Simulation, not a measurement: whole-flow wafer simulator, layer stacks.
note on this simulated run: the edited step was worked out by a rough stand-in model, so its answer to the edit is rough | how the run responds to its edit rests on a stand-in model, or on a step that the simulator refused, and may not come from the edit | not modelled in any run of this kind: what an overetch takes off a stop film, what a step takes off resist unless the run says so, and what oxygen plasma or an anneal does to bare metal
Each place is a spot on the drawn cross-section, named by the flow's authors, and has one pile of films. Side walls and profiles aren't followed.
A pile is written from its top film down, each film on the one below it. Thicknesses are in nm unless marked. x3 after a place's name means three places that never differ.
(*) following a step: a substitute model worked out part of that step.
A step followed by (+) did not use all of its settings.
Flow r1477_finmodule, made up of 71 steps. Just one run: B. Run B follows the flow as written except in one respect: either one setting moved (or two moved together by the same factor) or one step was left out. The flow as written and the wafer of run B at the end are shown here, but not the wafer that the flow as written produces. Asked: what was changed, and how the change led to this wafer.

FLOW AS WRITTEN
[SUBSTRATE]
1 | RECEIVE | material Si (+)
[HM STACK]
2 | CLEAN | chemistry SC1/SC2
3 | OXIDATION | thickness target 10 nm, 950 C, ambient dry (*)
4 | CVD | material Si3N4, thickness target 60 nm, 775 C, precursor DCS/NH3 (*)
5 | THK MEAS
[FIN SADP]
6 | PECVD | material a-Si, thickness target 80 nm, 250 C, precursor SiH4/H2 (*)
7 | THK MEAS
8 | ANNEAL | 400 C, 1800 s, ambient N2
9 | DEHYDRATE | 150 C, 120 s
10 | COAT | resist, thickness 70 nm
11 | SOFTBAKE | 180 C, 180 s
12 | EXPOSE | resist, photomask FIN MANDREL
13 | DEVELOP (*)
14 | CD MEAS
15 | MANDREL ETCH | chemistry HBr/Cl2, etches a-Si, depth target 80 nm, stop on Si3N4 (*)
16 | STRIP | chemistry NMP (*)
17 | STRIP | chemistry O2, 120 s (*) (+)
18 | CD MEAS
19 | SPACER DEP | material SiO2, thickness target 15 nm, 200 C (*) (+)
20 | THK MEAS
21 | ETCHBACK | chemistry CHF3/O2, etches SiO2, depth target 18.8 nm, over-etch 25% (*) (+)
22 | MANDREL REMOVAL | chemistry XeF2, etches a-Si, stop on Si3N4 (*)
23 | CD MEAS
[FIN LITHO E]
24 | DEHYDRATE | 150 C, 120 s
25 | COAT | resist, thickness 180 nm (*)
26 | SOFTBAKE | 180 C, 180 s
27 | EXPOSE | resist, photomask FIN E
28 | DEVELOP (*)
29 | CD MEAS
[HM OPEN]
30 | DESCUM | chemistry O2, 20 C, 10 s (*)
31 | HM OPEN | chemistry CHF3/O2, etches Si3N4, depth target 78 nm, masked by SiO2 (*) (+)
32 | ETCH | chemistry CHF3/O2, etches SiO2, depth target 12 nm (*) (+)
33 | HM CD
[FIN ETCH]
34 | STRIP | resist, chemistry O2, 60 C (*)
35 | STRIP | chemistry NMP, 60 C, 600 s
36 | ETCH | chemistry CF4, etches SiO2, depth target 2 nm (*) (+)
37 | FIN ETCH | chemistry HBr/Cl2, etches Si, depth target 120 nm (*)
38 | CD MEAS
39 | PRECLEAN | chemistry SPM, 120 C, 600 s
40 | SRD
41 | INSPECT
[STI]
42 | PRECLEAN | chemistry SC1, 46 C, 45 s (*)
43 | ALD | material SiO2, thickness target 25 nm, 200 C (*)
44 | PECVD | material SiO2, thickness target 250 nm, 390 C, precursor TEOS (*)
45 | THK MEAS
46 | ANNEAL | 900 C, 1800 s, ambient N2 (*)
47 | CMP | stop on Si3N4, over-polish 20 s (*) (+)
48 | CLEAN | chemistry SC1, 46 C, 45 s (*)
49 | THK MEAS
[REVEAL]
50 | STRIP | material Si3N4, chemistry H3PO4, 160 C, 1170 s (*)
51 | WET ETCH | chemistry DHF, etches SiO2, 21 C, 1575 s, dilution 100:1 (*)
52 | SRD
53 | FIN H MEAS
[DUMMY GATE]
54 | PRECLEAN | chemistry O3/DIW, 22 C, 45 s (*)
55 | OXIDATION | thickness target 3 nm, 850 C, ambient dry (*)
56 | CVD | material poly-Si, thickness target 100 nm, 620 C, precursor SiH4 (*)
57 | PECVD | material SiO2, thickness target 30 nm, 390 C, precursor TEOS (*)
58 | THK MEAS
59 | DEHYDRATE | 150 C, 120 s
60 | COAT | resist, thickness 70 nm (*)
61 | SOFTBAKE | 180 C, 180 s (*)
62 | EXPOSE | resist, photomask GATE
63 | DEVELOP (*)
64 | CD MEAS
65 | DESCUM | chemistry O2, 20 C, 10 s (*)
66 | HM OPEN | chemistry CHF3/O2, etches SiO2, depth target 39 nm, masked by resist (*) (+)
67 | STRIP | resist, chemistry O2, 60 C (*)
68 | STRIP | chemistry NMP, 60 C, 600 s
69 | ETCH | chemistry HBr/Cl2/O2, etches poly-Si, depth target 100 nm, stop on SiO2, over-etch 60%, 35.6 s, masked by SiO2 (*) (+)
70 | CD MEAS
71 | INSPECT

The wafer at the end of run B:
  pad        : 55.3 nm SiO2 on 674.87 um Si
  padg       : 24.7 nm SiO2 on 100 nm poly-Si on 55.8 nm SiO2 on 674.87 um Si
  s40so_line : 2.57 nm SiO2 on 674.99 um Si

The reason: step 44, PECVD: thickness target 125 nm was run, though the flow has thickness target 250 nm.

The path from the change to this, step by step:
  44 | PECVD | material SiO2, thickness target 250 nm, 390 C, precursor TEOS (*)
      pad, padg, elg and 33 more: +125 SiO2 (as written it would have been: +250 SiO2)
  46 | ANNEAL | 900 C, 1800 s, ambient N2 (*)
      pad, padg, elg and 33 more: -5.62 SiO2 (as written it would have been: -11.2 SiO2)
  47 | CMP | stop on Si3N4, over-polish 20 s (*) (+)
      pad, padg, e40sg and 11 more: nothing (as written it would have been: -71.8 SiO2)
      eso: nothing (as written it would have been: -72.4 SiO2)
      (also at 21 further places)
  60 | COAT | resist, thickness 70 nm (*)
      e40lg, e100lg, e200lg, elo, e40lo, e100lo, e200lo: +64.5 resist (new film) (as written it would have been: +66.9 resist (new film))
      e40sg, e40so: +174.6 resist (new film) (as written it would have been: +129.5 resist (new film))
      (also at 23 further places)
  63 | DEVELOP (*)
      elo, e40lo, e100lo, e200lo: -64.5 resist (all of it) (as written it would have been: -66.9 resist (all of it))
      eso: -174 resist (all of it) (as written it would have been: -129.5 resist (all of it))
      (also at 12 further places)
  67 | STRIP | resist, chemistry O2, 60 C (*)
      e40lg, e100lg, e200lg: -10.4 resist (all of it) (as written it would have been: -12.8 resist (all of it))
      e40sg: -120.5 resist (all of it) (as written it would have been: -75.4 resist (all of it))
      (also at 11 further places)
